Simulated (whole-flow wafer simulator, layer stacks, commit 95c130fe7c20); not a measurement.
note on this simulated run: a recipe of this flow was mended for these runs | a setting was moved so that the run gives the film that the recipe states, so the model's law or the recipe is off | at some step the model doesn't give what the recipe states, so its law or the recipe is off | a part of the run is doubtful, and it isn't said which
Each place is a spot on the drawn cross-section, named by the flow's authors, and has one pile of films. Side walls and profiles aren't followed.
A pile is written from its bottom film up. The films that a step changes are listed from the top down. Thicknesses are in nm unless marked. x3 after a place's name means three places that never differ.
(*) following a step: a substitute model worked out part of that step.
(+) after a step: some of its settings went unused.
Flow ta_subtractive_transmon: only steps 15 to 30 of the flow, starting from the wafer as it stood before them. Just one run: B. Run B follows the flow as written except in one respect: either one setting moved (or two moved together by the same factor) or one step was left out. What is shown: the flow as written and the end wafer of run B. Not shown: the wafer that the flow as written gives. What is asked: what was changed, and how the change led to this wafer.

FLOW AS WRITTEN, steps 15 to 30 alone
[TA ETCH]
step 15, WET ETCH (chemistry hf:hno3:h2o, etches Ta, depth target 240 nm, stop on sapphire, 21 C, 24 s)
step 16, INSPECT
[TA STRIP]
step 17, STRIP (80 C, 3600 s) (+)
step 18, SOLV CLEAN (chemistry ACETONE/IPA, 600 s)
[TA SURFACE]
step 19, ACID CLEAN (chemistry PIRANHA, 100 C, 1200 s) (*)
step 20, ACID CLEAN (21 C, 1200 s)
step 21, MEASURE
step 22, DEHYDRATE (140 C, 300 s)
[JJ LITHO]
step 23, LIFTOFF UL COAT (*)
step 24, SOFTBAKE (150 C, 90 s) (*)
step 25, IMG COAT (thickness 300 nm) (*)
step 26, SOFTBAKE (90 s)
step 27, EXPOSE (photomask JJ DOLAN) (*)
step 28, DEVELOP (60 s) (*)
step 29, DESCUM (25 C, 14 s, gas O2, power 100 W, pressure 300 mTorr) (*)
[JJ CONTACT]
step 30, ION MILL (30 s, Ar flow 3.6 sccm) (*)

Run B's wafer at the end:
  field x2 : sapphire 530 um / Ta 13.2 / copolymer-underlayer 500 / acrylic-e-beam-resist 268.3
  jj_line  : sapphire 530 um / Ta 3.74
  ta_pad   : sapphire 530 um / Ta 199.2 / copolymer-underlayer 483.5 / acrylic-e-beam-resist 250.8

What caused this: step 15, WET ETCH: 18.6 s was run, though the flow has 24 s.

How this came from the change, step by step:
  step 15, WET ETCH (chemistry hf:hno3:h2o, etches Ta, depth target 240 nm, stop on sapphire, 21 C, 24 s)
      field x2, jj_line, lead: Ta loses 186 (as written it would have been: Ta loses 199.7 (all of it))
  step 30, ION MILL (30 s, Ar flow 3.6 sccm) (*)
      jj_line, lead: Ta loses 9.45 (as written it would have been: sapphire loses 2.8)
With metal films that touch counted as one body, field x2 has 1 body; the flow as written gives 0 bodies.
With metal films that touch counted as one body, jj_line has 1 body; the flow as written gives 0 bodies.
